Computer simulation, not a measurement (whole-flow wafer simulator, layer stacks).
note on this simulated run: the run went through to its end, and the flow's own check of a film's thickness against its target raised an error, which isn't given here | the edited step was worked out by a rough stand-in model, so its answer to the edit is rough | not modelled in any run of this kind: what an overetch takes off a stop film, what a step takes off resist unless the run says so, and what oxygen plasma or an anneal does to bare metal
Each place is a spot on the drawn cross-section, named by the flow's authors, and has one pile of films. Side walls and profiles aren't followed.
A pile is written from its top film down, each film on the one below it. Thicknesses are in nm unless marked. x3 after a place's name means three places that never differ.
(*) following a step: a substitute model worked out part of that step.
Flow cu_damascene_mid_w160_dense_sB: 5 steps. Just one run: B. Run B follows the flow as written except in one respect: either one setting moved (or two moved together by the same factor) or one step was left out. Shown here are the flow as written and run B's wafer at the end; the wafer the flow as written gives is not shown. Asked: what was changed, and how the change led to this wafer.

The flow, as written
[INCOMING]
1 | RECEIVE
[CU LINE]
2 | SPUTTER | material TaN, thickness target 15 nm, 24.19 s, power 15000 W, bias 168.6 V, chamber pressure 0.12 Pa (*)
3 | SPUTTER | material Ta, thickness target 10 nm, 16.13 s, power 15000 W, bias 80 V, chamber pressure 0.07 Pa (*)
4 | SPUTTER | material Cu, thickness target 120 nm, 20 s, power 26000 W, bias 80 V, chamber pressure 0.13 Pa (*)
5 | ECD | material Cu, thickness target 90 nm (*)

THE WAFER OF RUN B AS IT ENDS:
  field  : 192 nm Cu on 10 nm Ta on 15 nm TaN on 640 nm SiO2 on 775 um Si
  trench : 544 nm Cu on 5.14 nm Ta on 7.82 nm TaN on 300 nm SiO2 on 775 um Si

The reason: step 5, ECD: thickness target 72 nm was run, though the flow has thickness target 90 nm.

The path from the change to this, step by step:
  5 | ECD | material Cu, thickness target 90 nm (*)
      field: +72 Cu (it would be, as written: +90 Cu)
      trench: +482 Cu (it would be, as written: +500 Cu)
